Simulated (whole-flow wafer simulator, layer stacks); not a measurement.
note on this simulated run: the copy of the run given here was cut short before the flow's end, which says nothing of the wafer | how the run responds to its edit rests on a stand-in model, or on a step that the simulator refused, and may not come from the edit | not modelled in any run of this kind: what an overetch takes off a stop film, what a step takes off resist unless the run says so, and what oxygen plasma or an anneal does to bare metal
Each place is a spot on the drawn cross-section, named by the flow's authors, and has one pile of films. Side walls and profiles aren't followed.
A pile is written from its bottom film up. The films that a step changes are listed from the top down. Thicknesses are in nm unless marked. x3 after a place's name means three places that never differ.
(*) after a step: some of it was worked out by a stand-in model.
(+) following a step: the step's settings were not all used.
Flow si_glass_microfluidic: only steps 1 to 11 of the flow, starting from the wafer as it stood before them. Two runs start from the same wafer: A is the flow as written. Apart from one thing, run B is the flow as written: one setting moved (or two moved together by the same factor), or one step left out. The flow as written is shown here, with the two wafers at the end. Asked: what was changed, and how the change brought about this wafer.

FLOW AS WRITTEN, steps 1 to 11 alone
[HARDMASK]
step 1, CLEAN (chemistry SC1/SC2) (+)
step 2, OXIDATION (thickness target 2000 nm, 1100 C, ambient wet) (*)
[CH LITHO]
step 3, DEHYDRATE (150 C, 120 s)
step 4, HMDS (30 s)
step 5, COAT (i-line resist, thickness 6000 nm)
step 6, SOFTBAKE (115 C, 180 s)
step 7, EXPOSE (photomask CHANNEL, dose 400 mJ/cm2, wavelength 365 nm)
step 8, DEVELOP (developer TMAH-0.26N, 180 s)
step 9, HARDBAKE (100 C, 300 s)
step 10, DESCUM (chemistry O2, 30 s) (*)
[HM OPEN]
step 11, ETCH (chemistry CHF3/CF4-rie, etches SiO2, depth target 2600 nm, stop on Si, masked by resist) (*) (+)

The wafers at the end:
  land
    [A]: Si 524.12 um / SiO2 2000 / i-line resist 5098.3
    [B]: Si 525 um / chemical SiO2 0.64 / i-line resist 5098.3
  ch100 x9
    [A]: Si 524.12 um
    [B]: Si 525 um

The reason: step 2, OXIDATION: thickness target 2000 nm, 1100 C, ambient wet (*), was skipped.

The path from the change to this, step by step:
  step 11, ETCH (chemistry CHF3/CF4-rie, etches SiO2, depth target 2600 nm, stop on Si, masked by resist) (*) (+)
      ch100 x9: A -2000 SiO2 (all of it) | B -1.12 chemical SiO2 (all of it)
